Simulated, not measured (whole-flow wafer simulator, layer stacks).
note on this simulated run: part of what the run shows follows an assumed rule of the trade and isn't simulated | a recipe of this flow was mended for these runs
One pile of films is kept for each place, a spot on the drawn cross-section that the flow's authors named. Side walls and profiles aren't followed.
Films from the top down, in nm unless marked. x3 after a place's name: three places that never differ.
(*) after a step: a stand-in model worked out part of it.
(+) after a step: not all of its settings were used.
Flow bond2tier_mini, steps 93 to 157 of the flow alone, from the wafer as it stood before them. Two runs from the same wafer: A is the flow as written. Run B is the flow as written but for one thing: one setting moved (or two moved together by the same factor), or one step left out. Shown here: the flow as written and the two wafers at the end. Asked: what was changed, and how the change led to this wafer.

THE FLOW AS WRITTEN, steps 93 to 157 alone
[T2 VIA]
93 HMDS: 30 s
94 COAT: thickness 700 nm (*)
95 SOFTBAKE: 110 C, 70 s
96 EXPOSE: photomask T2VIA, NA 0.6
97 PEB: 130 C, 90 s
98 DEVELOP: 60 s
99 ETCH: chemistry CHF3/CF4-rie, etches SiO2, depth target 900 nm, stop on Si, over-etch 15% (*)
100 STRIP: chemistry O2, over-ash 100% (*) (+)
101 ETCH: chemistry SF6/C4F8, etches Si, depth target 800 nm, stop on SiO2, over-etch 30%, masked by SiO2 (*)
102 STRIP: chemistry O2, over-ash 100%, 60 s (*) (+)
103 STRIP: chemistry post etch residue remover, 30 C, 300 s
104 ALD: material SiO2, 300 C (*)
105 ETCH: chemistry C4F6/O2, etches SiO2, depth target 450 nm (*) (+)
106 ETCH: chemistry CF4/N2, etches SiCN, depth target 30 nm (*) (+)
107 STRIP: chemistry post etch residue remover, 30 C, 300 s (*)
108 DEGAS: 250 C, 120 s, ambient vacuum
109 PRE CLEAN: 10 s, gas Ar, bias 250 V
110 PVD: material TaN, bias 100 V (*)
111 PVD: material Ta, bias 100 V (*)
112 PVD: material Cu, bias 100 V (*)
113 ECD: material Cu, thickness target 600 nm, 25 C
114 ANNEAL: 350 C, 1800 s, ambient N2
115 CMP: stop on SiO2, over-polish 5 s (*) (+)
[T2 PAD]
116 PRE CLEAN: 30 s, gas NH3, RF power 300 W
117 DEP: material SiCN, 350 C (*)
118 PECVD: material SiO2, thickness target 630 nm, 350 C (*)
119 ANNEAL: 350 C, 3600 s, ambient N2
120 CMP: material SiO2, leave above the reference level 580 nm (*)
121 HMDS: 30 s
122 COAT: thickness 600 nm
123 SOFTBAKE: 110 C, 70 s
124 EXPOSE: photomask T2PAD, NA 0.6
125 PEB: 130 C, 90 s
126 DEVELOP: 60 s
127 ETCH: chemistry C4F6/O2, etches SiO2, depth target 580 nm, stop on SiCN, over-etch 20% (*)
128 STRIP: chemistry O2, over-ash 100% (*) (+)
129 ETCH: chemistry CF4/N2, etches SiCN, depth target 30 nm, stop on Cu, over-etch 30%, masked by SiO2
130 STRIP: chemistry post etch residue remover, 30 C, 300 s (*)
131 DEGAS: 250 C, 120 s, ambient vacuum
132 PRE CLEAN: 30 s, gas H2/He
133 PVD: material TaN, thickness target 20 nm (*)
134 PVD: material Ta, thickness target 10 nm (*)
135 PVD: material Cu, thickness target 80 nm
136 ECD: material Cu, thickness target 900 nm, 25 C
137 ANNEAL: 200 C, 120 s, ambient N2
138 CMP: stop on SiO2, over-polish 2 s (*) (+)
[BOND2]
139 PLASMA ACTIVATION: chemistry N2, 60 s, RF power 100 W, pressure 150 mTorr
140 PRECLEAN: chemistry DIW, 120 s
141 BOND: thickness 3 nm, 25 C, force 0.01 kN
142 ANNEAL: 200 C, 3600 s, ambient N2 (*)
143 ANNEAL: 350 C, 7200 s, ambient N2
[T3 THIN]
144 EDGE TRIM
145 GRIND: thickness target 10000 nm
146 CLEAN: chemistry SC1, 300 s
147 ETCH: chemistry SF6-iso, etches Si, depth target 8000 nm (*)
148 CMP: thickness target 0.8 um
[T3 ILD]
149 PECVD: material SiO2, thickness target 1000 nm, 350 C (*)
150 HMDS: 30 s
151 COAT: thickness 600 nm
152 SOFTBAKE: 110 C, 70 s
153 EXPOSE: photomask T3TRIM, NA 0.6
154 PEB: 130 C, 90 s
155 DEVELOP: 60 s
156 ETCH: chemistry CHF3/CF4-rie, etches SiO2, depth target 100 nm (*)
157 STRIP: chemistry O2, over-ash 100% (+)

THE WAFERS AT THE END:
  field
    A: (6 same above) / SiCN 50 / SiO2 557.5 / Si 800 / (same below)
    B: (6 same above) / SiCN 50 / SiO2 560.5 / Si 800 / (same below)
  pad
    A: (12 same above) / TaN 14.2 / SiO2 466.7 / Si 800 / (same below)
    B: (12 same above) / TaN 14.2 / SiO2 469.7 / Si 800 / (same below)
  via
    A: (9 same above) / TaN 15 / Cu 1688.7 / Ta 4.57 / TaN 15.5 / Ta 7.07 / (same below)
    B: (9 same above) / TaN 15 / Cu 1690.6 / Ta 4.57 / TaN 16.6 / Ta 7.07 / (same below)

The cause: step 106, ETCH: depth target 25.6 nm was run, where the flow has depth target 30 nm.

How the change led to this, step by step:
  106 ETCH: chemistry CF4/N2, etches SiCN, depth target 30 nm (*) (+)
      field, pad: A SiO2 -20 | B SiO2 -17.1
      via: A SiCN -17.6 (all of it), TaN -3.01 | B SiCN -17.6 (all of it), TaN -1.94
